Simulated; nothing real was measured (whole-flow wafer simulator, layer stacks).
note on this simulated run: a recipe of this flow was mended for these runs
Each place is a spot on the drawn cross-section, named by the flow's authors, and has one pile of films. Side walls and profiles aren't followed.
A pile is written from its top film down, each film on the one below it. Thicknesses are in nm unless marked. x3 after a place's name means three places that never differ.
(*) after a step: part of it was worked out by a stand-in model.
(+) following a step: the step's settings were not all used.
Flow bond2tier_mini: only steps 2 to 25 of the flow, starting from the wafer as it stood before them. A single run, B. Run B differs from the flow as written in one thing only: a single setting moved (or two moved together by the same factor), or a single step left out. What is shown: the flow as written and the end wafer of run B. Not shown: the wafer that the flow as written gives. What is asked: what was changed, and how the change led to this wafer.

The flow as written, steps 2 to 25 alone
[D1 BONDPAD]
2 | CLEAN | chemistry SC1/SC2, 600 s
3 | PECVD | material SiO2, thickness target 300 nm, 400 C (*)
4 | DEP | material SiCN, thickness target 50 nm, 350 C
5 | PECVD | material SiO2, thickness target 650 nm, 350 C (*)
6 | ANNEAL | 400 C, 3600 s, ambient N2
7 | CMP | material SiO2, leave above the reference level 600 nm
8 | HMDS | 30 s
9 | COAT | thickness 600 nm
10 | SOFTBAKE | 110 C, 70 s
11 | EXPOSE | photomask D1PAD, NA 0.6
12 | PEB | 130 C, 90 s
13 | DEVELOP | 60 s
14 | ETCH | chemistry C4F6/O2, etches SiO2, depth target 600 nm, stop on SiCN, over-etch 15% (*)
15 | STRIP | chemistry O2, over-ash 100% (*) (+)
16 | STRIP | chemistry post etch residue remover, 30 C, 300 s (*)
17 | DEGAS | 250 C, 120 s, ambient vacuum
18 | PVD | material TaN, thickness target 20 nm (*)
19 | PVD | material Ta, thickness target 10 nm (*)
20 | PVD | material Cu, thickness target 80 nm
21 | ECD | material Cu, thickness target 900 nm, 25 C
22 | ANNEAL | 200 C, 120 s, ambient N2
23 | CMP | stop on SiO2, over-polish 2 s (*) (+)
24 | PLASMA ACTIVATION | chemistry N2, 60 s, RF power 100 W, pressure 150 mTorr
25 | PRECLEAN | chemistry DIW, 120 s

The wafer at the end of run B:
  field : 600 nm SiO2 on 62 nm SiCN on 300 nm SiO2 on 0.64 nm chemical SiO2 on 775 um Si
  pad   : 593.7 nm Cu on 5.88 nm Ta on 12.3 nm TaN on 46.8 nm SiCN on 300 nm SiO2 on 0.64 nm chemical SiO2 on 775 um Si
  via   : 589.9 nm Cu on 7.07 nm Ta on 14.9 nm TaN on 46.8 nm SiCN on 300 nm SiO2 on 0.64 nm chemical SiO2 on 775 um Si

Cause: step 4, DEP: thickness target 62 nm was run, though the flow has thickness target 50 nm.
The wafer lets one read it off: field has SiCN 62, and step 4 as written asks for 50 nm.

The path from the change to this, step by step:
  4 | DEP | material SiCN, thickness target 50 nm, 350 C
      field, pad, via: SiCN gains 62 (new film) (as written it would have been: SiCN gains 50 (new film))
